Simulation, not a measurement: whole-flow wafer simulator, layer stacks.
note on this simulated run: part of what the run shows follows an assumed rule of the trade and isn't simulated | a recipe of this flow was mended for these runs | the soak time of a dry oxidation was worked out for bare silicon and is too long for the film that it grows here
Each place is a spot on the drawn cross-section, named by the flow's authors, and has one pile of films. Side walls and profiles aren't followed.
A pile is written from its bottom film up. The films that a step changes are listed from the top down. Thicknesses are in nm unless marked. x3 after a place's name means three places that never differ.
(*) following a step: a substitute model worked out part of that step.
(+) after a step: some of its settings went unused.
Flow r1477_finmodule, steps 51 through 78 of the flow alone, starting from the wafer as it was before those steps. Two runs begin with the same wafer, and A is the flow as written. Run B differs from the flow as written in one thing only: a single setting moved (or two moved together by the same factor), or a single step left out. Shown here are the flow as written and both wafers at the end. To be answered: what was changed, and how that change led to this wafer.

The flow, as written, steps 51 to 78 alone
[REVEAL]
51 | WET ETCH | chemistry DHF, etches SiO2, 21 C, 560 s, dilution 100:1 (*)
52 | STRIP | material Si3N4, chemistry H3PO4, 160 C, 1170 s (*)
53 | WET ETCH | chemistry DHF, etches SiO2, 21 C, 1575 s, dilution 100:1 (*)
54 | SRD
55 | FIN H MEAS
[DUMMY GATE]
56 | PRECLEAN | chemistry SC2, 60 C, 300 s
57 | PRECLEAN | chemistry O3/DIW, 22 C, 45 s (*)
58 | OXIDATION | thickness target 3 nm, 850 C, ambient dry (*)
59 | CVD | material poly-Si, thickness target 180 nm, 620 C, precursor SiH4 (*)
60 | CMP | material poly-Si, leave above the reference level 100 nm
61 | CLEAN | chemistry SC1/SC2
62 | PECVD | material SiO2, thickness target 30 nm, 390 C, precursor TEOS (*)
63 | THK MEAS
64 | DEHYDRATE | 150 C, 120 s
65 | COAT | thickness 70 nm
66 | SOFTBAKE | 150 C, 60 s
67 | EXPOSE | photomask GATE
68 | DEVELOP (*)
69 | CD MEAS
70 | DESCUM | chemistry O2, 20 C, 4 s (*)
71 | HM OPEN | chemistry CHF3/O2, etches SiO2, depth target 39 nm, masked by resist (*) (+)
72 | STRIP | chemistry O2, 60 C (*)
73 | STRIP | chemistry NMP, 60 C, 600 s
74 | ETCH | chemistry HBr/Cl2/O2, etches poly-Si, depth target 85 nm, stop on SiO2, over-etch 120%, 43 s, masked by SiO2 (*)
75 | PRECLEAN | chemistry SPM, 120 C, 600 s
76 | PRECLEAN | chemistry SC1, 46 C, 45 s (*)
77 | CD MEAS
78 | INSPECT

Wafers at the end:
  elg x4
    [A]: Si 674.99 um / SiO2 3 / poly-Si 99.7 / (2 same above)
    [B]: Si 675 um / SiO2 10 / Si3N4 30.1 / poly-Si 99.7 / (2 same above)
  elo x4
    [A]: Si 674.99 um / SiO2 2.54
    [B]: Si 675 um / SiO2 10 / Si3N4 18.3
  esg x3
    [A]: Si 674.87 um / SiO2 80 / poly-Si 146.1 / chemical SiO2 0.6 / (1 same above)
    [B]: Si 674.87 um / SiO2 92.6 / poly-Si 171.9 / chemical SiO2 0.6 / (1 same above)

The reason: step 51, WET ETCH: 308 s was run, whereas the flow has 560 s.

Step by step, how the change led to this:
  51 | WET ETCH | chemistry DHF, etches SiO2, 21 C, 560 s, dilution 100:1 (*)
      elg x4, elo x4: A SiO2 loses 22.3 (all of it), Si3N4 loses 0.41 | B SiO2 loses 15.5
      esg x3, e200sg, s40cg x3, s40sg x3, eso x3, e200so, s40co x3, s40so x3: A SiO2 loses 28.1 | B SiO2 loses 15.5
      (also at 8 further places)
  52 | STRIP | material Si3N4, chemistry H3PO4, 160 C, 1170 s (*)
      elg x4, elo x4: A Si3N4 loses 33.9 (all of it), SiO2 loses 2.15 | B SiO2 loses 4.28
  53 | WET ETCH | chemistry DHF, etches SiO2, 21 C, 1575 s, dilution 100:1 (*)
      elg x4, elo x4: A SiO2 loses 7.85 (all of it) | B SiO2 loses 2.55 (all of it), Si3N4 loses 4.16
  57 | PRECLEAN | chemistry O3/DIW, 22 C, 45 s (*)
      elg x4, elo x4: A chemical SiO2 gains 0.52, Si loses 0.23 | B nothing
  58 | OXIDATION | thickness target 3 nm, 850 C, ambient dry (*)
      elg x4, elo x4: A SiO2 gains 3 (new film), chemical SiO2 loses 0.85 (all of it), Si loses 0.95 | B nothing
  59 | CVD | material poly-Si, thickness target 180 nm, 620 C, precursor SiH4 (*)
      s40cg x3, s40sg x3, s40co x3, s40so x3: A poly-Si gains 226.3 (new film) | B poly-Si gains 213.7 (new film)
      esg x3, eso x3: A poly-Si gains 226.3 (new film) | B poly-Si gains 252.1 (new film)
      (also at 2 further places)
  60 | CMP | material poly-Si, leave above the reference level 100 nm
      pad, padg: A poly-Si loses 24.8 | B nothing
      s40cg x3, s40sg x3, s40sg_line x3, s40co x3, s40so x3, s40so_line x3: A poly-Si loses 80 | B poly-Si loses 41.6
      (also at 2 further places)
  74 | ETCH | chemistry HBr/Cl2/O2, etches poly-Si, depth target 85 nm, stop on SiO2, over-etch 120%, 43 s, masked by SiO2 (*)
      elo x4: A chemical SiO2 loses 1.12 (all of it), poly-Si loses 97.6 (all of it), SiO2 loses 0.45 | B chemical SiO2 loses 1.12 (all of it), poly-Si loses 97.6 (all of it), Si3N4 loses 11.8
      pad: A chemical SiO2 loses 1.12 (all of it), poly-Si loses 152.8 (all of it), SiO2 loses 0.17 | B chemical SiO2 loses 1.12 (all of it), poly-Si loses 177.5 (all of it)
      (also at 13 further places)
